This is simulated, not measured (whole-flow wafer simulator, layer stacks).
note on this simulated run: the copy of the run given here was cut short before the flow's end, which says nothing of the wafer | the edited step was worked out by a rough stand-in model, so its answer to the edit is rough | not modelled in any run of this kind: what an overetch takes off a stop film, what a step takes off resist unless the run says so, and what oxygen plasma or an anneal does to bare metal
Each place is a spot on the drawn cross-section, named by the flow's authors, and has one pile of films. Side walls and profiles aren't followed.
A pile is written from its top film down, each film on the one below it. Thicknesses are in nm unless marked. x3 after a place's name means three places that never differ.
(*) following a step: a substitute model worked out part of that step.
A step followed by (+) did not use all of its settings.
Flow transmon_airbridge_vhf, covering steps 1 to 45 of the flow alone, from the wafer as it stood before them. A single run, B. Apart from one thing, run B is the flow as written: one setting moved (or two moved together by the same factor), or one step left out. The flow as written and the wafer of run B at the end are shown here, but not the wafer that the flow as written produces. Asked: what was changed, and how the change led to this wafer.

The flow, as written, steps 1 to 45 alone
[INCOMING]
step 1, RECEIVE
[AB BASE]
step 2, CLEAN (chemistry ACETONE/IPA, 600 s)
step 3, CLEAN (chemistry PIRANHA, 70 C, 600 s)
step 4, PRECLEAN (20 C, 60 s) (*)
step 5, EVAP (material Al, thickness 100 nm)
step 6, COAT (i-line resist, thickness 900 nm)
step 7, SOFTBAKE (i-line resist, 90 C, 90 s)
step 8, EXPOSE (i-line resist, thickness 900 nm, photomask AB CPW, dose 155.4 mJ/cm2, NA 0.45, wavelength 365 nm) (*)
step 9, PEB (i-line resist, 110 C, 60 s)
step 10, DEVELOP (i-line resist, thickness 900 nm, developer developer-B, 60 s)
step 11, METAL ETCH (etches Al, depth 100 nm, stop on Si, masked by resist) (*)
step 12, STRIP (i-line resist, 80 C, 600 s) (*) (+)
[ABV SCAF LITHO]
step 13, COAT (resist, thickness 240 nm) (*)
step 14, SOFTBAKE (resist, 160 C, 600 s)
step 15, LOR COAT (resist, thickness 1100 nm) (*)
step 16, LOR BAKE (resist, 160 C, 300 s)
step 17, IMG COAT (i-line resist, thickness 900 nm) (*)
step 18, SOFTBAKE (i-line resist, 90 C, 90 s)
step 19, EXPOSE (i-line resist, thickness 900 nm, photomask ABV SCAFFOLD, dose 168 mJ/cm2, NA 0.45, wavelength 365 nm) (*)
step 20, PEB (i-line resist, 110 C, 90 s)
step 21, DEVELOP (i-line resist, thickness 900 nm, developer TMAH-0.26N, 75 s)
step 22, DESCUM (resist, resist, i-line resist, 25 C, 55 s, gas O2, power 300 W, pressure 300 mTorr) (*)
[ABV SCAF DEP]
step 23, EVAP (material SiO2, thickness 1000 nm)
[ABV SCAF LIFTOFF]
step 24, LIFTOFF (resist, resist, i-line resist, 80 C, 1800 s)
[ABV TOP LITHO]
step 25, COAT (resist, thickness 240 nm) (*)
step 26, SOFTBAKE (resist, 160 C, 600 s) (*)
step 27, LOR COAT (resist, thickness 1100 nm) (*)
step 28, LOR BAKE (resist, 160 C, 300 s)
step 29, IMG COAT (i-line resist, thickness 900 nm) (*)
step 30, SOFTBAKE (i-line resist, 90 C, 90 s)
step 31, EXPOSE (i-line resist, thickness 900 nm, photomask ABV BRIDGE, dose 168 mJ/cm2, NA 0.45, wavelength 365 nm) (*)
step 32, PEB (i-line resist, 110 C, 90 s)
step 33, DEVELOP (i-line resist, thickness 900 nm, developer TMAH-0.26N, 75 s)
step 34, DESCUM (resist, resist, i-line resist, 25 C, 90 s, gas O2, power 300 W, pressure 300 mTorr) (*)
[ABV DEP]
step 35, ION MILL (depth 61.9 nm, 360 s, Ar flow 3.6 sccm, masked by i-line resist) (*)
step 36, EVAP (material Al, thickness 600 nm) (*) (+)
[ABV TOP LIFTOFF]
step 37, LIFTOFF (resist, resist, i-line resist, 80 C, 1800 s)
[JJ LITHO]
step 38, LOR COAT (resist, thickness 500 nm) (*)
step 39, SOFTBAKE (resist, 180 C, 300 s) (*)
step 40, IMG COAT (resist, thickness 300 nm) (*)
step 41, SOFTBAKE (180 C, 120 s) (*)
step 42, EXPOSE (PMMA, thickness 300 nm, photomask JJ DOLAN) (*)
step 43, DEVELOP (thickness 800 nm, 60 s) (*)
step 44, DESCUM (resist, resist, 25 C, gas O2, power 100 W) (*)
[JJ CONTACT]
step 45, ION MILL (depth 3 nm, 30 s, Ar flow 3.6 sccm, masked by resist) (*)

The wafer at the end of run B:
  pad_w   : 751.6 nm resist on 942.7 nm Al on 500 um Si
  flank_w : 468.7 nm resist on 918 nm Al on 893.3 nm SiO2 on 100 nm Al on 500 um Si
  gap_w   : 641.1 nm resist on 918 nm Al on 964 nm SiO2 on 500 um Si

The reason: step 36, EVAP: thickness 918 nm was run, while the flow as written has thickness 600 nm.
One can read it off the wafer: flank_w has Al 918, and step 36 as written asks for 600 nm.

How this came from the change, step by step:
  step 36, EVAP (material Al, thickness 600 nm) (*) (+)
      field x3, jj_line, ground_far and 10 more: +918 Al (new film) (in the flow as written it would be: +600 Al (new film))
      pad_w, pad_e: +904.6 Al (in the flow as written it would be: +591.2 Al)
  step 37, LIFTOFF (resist, resist, i-line resist, 80 C, 1800 s)
      field x3, jj_line, trace_open_s x2: -918 Al (all of it), -600 i-line resist (all of it), -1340 resist (all of it) (in the flow as written it would be: -600 Al (all of it), -600 i-line resist (all of it), -1340 resist (all of it))
      margin_s, margin_n: -918 Al (all of it), -318.3 i-line resist (all of it), -992 resist (all of it) (in the flow as written it would be: -600 Al (all of it), -318.3 i-line resist (all of it), -992 resist (all of it))
      (also at 1 further place)
  step 38, LOR COAT (resist, thickness 500 nm) (*)
      pad_w, pad_e: +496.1 resist (new film) (in the flow as written it would be: +517 resist (new film))
      flank_w, flank_e: +298.6 resist (new film) (in the flow as written it would be: +306.5 resist (new film))
      (also at 6 further places)
  step 40, IMG COAT (resist, thickness 300 nm) (*)
      pad_w, pad_e: +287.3 resist (in the flow as written it would be: +300.1 resist)
      flank_w, flank_e: +201.8 resist (in the flow as written it would be: +212.1 resist)
      (also at 6 further places)
